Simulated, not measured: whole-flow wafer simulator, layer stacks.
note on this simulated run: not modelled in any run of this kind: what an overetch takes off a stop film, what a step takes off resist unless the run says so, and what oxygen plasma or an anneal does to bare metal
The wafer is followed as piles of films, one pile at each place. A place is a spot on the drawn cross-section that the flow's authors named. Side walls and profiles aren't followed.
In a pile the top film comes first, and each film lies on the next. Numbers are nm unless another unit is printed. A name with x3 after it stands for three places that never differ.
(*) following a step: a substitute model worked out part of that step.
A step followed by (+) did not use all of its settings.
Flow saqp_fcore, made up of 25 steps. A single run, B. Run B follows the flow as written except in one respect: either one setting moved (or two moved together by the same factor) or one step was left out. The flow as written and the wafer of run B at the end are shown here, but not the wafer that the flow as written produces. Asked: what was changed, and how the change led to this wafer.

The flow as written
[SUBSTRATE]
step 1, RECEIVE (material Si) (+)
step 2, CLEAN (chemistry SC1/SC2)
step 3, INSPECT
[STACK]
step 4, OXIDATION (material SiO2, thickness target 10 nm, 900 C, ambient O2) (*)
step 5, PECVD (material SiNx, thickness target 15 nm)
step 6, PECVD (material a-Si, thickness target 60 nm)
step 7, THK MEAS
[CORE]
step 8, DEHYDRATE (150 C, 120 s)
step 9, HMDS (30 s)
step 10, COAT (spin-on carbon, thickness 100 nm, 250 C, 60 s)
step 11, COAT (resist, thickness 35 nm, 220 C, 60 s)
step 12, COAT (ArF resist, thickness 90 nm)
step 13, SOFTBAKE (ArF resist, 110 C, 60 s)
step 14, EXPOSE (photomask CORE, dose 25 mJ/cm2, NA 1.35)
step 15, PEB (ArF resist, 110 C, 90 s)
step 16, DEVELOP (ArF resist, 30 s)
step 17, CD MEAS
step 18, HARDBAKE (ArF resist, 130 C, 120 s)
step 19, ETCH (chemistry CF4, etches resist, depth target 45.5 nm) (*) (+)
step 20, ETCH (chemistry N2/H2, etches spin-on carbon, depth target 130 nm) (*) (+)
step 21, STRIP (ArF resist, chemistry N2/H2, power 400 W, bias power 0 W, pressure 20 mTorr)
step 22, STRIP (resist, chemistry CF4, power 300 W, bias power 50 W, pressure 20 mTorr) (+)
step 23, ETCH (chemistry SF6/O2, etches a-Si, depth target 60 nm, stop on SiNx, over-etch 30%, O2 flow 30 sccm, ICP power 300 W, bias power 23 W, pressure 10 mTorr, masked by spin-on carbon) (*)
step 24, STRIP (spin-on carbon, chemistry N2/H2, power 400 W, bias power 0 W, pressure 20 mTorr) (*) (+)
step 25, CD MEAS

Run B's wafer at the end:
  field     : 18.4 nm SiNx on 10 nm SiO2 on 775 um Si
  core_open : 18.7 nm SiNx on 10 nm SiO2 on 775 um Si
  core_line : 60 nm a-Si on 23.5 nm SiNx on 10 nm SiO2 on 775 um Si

The reason: step 5, PECVD: thickness target 23.5 nm was run, while the flow as written has thickness target 15 nm.
The wafer itself shows it: core_line has SiNx 23.5, and step 5 as written asks for 15 nm.

How this came from the change, step by step:
  step 5, PECVD (material SiNx, thickness target 15 nm)
      field, core_open, core_line: +23.5 SiNx (new film) (in the flow as written it would be: +15 SiNx (new film))
